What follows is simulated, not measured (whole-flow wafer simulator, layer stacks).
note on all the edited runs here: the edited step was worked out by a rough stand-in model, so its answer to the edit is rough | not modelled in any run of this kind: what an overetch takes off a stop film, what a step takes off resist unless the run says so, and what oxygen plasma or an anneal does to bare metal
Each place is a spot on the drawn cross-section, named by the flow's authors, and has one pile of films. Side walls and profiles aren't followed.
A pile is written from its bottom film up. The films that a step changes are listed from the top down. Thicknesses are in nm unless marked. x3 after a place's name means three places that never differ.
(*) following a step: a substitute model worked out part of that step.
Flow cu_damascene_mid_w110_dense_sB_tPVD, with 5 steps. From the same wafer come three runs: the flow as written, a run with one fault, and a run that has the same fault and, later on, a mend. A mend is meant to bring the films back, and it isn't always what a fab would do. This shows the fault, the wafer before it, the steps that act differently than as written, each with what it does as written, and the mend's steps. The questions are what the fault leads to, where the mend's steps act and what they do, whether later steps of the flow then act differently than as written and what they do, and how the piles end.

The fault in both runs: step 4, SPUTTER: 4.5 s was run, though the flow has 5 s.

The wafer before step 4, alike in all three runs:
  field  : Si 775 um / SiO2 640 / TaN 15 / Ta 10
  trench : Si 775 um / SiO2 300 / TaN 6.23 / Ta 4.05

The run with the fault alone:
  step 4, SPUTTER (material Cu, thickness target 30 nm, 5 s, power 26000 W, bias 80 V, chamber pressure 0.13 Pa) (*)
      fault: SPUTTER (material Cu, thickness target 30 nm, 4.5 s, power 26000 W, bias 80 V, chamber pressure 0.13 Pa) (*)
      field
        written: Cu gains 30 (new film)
        fault: Cu gains 27 (new film)
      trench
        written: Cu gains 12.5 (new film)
        fault: Cu gains 11.2 (new film)
  Later steps of the flow that are run all act as written at every place that is followed, up to a difference of at most 2% or 0.5 nm, whichever is larger.
  By the end, the piles at field depart from the flow's by more than 2% or 0.5 nm, whichever is larger.
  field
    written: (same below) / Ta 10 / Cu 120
    fault: (same below) / Ta 10 / Cu 117

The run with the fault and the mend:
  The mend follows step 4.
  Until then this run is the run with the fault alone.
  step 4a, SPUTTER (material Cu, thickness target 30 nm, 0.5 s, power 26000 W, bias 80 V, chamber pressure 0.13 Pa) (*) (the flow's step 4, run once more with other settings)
      field
        Cu gains 3
      trench
        Cu gains 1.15
  Later steps of the flow that are run all act as written at every place that is followed, up to a difference of at most 2% or 0.5 nm, whichever is larger.
  The piles end the same as the flow's at every place that both follow.
